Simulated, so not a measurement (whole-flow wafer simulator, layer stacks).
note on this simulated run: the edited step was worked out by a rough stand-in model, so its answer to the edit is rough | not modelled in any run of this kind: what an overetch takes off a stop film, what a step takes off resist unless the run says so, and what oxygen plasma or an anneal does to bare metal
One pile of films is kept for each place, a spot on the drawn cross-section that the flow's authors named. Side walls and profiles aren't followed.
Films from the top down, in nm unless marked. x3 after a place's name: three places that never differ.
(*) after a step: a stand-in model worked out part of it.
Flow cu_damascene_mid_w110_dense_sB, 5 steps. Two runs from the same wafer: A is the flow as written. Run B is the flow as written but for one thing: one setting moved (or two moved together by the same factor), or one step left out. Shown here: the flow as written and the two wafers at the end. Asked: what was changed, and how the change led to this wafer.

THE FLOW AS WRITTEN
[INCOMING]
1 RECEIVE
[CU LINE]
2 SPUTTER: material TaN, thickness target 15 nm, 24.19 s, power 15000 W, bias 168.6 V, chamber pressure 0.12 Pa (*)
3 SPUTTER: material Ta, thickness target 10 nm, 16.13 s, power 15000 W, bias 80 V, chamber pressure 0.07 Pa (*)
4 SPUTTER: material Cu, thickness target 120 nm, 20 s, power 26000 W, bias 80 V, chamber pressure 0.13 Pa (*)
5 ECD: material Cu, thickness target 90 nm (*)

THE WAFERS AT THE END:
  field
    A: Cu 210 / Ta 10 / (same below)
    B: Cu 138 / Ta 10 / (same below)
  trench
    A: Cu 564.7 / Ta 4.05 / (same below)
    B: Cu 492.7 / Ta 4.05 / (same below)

The cause: step 4, SPUTTER: thickness target 48 nm was run, where the flow has thickness target 120 nm; step 4, SPUTTER: 8 s was run, where the flow has 20 s.

How the change led to this, step by step:
  4 SPUTTER: material Cu, thickness target 120 nm, 20 s, power 26000 W, bias 80 V, chamber pressure 0.13 Pa (*)
      field: A Cu +120 (new film) | B Cu +48 (new film)
      trench: A Cu +49.9 (new film) | B Cu +20 (new film)
  5 ECD: material Cu, thickness target 90 nm (*)
      trench: A Cu +514.8 | B Cu +472.8
